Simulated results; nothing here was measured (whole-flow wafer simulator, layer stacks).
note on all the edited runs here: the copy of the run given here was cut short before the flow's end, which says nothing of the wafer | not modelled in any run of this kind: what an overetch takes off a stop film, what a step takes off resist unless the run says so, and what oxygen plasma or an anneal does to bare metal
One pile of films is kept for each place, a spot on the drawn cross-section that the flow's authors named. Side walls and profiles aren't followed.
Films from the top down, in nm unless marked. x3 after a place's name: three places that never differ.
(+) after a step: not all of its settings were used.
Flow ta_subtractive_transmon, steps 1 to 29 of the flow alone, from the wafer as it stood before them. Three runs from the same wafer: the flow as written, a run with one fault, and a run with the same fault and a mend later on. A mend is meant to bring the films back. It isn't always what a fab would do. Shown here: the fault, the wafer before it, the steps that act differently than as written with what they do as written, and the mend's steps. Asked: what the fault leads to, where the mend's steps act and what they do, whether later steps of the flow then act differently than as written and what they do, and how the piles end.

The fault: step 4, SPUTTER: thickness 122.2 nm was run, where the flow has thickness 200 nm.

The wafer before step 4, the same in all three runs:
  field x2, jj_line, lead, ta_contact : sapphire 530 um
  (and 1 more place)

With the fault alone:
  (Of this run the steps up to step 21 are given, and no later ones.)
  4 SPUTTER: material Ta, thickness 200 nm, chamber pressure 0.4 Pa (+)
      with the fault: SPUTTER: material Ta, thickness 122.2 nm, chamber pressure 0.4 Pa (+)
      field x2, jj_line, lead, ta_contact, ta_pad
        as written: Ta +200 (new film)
        with the fault: Ta +122.2 (new film)
  Later steps of the flow that act differently than as written:
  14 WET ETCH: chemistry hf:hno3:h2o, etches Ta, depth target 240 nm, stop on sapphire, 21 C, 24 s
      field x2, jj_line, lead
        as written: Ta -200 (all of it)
        with the fault: Ta -122.2 (all of it)
  After step 21 the piles differ from the flow's by more than 2% or 0.5 nm, whichever is larger, at ta_contact, ta_pad.
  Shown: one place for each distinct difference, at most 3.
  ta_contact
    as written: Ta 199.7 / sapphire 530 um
    with the fault: Ta 121.9 / sapphire 530 um

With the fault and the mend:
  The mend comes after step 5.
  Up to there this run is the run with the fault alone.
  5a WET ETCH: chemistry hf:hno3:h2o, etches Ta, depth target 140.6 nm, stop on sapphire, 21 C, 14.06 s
      field x2, jj_line, lead, ta_contact, ta_pad
        Ta -122.2 (all of it)
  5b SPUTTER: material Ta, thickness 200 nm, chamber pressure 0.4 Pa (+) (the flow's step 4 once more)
      field x2, jj_line, lead, ta_contact, ta_pad
        Ta +200 (new film)
  No later step of the flow acts differently than as written at any place that is followed.
  At the end the piles are the same as the flow's at every place that both follow.
